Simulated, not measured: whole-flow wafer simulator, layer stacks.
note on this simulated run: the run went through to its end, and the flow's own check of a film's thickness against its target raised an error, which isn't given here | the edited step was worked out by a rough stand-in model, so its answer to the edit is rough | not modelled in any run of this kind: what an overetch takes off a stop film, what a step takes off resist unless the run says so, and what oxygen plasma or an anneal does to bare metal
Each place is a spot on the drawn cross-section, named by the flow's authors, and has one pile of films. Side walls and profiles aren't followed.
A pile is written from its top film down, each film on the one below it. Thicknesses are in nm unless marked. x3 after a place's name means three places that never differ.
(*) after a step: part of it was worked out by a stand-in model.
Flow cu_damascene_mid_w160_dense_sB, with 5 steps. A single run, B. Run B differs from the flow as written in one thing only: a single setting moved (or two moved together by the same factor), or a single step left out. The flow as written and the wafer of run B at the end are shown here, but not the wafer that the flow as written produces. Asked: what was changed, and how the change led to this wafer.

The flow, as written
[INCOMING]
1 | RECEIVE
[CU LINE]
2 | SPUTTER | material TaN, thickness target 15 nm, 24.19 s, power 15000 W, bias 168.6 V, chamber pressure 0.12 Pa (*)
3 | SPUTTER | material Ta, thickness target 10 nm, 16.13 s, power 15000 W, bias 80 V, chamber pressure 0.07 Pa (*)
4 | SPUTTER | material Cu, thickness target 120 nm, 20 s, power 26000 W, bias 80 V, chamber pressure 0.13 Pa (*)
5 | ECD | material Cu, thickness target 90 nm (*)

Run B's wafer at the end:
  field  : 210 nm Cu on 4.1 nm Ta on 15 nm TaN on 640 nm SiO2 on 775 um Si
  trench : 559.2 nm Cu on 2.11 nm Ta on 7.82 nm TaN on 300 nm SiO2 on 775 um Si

The reason: step 3, SPUTTER: thickness target 4.1 nm was run, though the flow has thickness target 10 nm; step 3, SPUTTER: 6.581 s was run, where the flow has 16.13 s.
The wafer lets one read it off: field has Ta 4.1, and step 3 as written asks for 10 nm.

Step by step, how the change led to this:
  3 | SPUTTER | material Ta, thickness target 10 nm, 16.13 s, power 15000 W, bias 80 V, chamber pressure 0.07 Pa (*)
      field: +4.1 Ta (new film) (it would be, as written: +10 Ta (new film))
      trench: +2.11 Ta (new film) (it would be, as written: +5.14 Ta (new film))
